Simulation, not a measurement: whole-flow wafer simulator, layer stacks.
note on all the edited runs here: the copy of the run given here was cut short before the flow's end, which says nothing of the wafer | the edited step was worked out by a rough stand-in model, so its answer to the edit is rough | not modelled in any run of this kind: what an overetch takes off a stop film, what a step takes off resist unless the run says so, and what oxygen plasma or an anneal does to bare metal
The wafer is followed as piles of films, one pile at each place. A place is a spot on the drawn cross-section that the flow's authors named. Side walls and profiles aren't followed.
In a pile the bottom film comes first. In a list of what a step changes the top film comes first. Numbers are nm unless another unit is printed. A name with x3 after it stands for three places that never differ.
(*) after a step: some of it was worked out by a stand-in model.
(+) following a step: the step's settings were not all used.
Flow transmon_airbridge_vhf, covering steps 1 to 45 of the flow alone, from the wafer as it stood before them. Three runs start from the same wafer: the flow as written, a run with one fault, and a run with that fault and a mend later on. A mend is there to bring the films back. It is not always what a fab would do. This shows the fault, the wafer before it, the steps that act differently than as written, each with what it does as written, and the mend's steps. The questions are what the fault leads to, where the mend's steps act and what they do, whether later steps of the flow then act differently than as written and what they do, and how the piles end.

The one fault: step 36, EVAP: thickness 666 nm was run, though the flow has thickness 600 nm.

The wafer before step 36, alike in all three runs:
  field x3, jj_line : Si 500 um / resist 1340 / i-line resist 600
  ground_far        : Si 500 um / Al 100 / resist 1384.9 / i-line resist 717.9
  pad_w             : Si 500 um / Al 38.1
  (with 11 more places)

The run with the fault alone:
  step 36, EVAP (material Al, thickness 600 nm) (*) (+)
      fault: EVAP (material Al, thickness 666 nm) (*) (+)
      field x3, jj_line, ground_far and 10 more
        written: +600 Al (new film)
        fault: +666 Al (new film)
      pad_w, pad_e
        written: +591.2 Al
        fault: +656.3 Al
  Steps later in the flow that act otherwise than as written (2 more steps, not shown, differ only slightly: by at most 2% or 0.5 nm, whichever is larger):
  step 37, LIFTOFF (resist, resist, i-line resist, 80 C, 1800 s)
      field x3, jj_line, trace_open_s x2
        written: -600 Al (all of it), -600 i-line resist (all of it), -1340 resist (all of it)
        fault: -666 Al (all of it), -600 i-line resist (all of it), -1340 resist (all of it)
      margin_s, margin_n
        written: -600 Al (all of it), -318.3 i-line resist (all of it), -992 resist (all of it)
        fault: -666 Al (all of it), -318.3 i-line resist (all of it), -992 resist (all of it)
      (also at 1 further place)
  At pad_w, flank_w, gap_w, cpw_trace, gap_e, flank_e, pad_e, bridge_strip, the piles at the end differ from the flow's by more than 2% or 0.5 nm, whichever is larger.
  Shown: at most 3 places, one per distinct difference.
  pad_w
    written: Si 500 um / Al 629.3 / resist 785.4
    fault: Si 500 um / Al 694.3 / resist 777.6
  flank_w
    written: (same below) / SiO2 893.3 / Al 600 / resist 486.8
    fault: (same below) / SiO2 893.3 / Al 666 / resist 483
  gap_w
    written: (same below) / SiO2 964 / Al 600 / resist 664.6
    fault: (same below) / SiO2 964 / Al 666 / resist 659.8

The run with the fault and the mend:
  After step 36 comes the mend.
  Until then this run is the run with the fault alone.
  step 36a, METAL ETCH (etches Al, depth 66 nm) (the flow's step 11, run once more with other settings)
      field x3, jj_line, ground_far and 12 more
        -66 Al
  None of the later steps of the flow differs from how it acts as written, at any place that is followed, by more than 2% or 0.5 nm, whichever is larger.
  At the end the piles are close to the flow's at the places that both follow, differing by at most 2% or 0.5 nm, whichever is larger.
